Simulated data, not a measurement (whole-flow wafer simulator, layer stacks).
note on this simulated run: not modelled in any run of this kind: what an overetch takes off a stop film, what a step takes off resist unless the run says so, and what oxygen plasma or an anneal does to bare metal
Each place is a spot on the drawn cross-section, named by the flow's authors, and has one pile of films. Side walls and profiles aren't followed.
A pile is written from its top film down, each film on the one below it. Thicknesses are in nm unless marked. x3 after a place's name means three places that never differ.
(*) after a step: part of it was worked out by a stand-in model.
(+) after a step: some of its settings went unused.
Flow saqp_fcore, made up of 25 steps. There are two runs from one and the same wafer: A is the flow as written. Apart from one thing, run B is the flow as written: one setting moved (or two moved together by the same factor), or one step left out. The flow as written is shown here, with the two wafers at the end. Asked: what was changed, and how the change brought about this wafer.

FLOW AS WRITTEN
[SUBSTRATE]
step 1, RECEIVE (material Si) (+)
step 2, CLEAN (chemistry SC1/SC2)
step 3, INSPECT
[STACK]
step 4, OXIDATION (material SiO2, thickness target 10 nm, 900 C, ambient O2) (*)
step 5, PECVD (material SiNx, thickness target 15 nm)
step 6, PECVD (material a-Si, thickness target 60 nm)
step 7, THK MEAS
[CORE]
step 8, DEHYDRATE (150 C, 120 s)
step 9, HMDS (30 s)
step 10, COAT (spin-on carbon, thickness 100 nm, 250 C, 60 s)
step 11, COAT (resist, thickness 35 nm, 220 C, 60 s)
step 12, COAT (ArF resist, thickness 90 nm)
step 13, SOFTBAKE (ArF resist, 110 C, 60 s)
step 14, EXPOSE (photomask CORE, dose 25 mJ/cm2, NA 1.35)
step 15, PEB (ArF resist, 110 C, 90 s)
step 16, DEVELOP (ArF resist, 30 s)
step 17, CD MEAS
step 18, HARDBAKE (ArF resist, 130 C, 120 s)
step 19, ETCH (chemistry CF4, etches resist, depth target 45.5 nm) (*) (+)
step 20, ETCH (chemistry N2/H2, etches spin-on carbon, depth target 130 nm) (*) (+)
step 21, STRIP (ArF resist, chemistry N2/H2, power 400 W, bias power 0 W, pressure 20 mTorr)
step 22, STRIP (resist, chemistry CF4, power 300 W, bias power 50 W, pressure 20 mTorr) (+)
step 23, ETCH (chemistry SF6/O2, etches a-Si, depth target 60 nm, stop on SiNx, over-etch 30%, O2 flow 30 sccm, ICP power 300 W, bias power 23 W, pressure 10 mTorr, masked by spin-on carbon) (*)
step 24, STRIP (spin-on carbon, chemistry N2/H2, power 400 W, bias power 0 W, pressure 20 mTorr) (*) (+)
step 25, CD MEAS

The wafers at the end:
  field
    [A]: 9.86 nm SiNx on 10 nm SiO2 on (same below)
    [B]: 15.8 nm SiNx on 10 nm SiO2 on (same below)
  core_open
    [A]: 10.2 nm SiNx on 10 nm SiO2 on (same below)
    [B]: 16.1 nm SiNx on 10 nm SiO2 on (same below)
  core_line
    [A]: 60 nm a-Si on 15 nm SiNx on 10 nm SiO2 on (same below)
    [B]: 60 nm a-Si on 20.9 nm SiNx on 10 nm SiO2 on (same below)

The reason: step 5, PECVD: thickness target 20.9 nm was run, though the flow has thickness target 15 nm.
The wafer lets one read it off: core_line has SiNx 20.9, and step 5 as written asks for 15 nm.

Step by step, how the change led to this:
  step 5, PECVD (material SiNx, thickness target 15 nm)
      field, core_open, core_line: A SiNx gains 15 (new film) | B SiNx gains 20.9 (new film)
